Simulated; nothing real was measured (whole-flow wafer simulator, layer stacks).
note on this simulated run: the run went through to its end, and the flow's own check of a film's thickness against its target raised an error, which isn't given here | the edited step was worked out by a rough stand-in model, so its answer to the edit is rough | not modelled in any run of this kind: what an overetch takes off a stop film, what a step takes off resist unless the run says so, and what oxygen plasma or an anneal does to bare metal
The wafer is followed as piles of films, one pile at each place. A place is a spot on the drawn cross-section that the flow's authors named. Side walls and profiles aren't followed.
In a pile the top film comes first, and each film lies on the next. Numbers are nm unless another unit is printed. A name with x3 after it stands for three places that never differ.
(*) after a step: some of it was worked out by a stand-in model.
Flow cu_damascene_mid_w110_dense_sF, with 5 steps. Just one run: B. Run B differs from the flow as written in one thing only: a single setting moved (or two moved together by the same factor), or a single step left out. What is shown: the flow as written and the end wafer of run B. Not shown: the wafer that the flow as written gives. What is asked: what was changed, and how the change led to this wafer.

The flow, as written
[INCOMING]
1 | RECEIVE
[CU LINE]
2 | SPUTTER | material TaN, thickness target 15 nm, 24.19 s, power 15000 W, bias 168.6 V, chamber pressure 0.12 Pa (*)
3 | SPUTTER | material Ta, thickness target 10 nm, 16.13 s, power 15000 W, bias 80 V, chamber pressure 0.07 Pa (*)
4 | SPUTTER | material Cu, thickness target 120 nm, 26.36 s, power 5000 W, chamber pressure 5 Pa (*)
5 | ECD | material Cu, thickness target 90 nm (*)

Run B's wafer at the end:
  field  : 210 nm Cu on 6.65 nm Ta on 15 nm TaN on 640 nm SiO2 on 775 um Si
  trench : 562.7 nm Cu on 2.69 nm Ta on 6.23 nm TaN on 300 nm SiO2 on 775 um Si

The reason: step 3, SPUTTER: 10.73 s was run, whereas the flow has 16.13 s.

Step by step, how the change led to this:
  3 | SPUTTER | material Ta, thickness target 10 nm, 16.13 s, power 15000 W, bias 80 V, chamber pressure 0.07 Pa (*)
      field: +6.65 Ta (new film) (as written it would have been: +10 Ta (new film))
      trench: +2.69 Ta (new film) (as written it would have been: +4.05 Ta (new film))
